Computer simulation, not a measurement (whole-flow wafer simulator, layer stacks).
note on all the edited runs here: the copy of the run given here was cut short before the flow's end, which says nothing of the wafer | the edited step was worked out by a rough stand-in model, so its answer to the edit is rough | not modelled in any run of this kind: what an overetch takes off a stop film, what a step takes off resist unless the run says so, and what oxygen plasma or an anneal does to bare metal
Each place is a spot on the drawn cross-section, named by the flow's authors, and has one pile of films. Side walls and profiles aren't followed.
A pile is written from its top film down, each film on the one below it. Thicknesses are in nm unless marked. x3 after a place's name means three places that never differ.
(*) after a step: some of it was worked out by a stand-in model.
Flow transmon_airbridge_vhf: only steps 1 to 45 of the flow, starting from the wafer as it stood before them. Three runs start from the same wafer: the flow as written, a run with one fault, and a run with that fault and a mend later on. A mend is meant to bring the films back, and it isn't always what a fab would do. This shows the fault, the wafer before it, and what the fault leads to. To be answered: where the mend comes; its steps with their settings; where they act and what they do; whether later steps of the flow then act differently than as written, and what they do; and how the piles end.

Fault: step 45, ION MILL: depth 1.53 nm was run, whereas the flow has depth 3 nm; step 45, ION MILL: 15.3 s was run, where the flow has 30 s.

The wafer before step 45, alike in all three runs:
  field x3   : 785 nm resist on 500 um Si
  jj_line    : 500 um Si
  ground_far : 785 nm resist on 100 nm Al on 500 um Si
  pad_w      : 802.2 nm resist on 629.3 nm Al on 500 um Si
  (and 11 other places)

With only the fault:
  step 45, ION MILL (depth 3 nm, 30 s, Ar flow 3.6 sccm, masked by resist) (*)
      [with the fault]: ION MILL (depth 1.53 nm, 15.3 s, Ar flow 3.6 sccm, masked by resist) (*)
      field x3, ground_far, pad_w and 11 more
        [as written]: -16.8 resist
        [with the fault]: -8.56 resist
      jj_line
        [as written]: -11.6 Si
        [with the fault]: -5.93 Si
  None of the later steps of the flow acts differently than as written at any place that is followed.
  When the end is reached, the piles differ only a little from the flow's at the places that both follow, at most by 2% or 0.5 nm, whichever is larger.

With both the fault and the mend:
  After step 45 comes the mend.
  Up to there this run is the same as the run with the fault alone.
  step 45a, ION MILL (depth 1.47 nm, 14.7 s, Ar flow 3.6 sccm, masked by resist) (*) (the flow's step 45, run once more with other settings)
      field x3, ground_far, pad_w and 11 more
        -8.23 resist
      jj_line
        -5.7 Si
  None of the later steps of the flow acts differently than as written at any place that is followed.
  At every place that both follow, the piles at the end match the flow's.
